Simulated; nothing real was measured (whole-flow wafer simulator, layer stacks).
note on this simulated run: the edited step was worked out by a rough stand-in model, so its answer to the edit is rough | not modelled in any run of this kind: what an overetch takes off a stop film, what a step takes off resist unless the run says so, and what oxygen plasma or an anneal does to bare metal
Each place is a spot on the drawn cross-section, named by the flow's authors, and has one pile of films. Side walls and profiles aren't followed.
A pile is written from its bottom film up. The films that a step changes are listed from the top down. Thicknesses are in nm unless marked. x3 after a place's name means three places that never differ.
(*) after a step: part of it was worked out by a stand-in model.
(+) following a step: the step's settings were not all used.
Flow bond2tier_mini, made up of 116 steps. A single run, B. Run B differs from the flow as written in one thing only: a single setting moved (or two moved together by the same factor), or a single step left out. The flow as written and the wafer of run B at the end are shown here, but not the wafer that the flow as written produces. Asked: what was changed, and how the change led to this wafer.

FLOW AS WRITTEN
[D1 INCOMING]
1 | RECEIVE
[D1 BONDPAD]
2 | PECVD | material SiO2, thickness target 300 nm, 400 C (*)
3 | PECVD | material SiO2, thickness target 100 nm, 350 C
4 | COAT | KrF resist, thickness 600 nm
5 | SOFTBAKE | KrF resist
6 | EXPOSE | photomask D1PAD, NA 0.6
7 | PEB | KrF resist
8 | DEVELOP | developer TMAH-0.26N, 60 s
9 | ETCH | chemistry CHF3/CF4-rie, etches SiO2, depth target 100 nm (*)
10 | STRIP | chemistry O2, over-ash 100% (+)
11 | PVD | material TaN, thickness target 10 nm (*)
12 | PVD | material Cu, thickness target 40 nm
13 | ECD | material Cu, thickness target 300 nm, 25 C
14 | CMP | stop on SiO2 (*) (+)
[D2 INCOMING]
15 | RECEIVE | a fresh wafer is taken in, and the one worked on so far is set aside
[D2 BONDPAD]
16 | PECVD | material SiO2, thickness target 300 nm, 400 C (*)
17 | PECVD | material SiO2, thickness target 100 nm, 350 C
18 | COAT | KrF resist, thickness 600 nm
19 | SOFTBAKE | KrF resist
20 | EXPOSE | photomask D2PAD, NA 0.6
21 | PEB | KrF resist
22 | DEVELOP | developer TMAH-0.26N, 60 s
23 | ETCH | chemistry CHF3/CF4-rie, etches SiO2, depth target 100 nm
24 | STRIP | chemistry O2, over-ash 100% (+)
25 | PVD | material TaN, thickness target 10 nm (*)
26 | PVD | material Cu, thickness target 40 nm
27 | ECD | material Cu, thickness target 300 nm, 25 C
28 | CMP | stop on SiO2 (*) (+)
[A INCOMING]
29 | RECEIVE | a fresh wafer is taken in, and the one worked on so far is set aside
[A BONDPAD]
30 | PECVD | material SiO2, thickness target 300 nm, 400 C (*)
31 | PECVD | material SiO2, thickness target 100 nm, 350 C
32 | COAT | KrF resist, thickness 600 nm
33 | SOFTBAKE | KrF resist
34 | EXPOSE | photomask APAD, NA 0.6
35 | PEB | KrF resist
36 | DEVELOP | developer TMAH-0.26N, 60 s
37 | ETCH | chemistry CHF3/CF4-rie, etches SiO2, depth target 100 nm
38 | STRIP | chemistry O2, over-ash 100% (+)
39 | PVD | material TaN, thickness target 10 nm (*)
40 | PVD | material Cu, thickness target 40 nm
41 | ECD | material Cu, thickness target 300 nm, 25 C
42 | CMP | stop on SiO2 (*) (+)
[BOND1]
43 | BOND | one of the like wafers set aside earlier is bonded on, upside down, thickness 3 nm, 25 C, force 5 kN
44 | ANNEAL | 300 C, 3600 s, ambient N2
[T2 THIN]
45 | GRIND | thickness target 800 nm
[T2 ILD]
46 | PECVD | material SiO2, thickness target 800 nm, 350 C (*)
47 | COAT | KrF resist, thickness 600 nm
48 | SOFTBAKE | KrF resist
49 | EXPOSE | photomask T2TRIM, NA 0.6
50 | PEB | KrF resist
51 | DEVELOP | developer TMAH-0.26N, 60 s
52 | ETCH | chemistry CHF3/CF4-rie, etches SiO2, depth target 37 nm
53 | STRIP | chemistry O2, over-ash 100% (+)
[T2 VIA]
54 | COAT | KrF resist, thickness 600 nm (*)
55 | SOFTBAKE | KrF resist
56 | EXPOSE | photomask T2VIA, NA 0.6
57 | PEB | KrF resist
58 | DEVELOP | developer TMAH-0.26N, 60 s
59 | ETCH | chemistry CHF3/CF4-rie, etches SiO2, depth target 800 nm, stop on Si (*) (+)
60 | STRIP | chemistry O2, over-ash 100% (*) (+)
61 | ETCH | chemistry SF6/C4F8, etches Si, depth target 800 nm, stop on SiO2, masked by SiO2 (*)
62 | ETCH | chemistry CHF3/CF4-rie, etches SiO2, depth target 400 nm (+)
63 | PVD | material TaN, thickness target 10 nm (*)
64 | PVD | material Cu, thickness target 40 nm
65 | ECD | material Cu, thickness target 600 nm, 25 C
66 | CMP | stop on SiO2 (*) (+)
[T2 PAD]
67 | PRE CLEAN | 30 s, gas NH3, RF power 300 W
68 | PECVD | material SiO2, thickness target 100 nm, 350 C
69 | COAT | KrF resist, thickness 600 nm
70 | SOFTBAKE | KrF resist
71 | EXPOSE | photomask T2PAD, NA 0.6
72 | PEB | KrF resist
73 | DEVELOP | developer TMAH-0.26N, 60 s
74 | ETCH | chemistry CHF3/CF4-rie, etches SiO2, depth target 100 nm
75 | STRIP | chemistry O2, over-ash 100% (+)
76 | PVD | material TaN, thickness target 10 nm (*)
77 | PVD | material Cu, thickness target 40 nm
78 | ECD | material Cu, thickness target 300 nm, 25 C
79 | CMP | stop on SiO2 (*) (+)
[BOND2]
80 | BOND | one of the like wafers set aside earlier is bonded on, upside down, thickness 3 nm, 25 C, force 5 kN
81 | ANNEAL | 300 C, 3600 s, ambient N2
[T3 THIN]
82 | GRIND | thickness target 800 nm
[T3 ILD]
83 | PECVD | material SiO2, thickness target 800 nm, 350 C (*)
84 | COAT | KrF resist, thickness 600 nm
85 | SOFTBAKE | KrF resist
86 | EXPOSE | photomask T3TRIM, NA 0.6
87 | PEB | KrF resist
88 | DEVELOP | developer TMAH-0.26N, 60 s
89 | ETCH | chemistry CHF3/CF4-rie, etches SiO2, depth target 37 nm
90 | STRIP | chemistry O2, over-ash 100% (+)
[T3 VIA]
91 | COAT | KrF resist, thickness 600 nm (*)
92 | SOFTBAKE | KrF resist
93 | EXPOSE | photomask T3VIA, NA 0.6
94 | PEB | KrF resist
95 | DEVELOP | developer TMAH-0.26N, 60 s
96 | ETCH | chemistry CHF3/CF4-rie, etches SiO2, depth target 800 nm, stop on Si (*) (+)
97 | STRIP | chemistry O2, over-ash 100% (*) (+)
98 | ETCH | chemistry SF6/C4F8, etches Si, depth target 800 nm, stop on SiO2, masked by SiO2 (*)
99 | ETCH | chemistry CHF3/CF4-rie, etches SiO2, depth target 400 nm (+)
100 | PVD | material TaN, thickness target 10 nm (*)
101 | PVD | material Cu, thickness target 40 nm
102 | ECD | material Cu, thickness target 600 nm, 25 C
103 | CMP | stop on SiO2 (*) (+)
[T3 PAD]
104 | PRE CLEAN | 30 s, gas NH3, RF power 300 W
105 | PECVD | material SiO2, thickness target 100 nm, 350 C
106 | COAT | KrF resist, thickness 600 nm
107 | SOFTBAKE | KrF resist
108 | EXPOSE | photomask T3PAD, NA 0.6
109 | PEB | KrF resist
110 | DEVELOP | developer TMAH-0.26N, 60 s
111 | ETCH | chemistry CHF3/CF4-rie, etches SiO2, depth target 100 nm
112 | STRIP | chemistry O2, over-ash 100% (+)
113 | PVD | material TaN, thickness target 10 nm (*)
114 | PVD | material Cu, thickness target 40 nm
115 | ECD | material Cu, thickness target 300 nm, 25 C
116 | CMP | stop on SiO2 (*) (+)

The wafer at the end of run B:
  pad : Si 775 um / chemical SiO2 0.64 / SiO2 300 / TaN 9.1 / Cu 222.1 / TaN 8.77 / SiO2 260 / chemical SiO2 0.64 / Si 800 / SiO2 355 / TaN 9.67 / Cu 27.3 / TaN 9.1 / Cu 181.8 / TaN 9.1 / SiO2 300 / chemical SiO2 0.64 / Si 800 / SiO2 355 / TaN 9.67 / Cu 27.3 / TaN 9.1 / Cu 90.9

What caused this: step 9, ETCH: depth target 140 nm was run, whereas the flow has depth target 100 nm.

The path from the change to this, step by step:
  9 | ETCH | chemistry CHF3/CF4-rie, etches SiO2, depth target 100 nm (*)
      pad, via: SiO2 loses 140 (in the flow as written it would be: SiO2 loses 100)
      field: KrF resist loses 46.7 (in the flow as written it would be: KrF resist loses 33.3)
  10 | STRIP | chemistry O2, over-ash 100% (+)
      field: KrF resist loses 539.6 (all of it) (in the flow as written it would be: KrF resist loses 552.9 (all of it))
  12 | PVD | material Cu, thickness target 40 nm
      pad: Cu gains 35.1 (new film) (in the flow as written it would be: Cu gains 36.4 (new film))
  13 | ECD | material Cu, thickness target 300 nm, 25 C
      pad: Cu gains 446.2 (in the flow as written it would be: Cu gains 404.5)
      via: Cu gains 440.4 (in the flow as written it would be: Cu gains 400.2)
  43 | BOND | one of the like wafers set aside earlier is bonded on, upside down, thickness 3 nm, 25 C, force 5 kN
      pad: Si gains 775 um (new film), chemical SiO2 gains 0.64 (new film), SiO2 gains 260 (new film), TaN gains 8.77 (new film), Cu gains 131.2 (in the flow as written it would be: Si gains 775 um (new film), chemical SiO2 gains 0.64 (new film), SiO2 gains 300 (new film), TaN gains 9.1 (new film), Cu gains 90.9)
      via: Si gains 775 um (new film), chemical SiO2 gains 0.64 (new film), SiO2 gains 260 (new film), TaN gains 9.93 (new film), Cu gains 130.1 (in the flow as written it would be: Si gains 775 um (new film), chemical SiO2 gains 0.64 (new film), SiO2 gains 300 (new film), TaN gains 9.97 (new film), Cu gains 90)
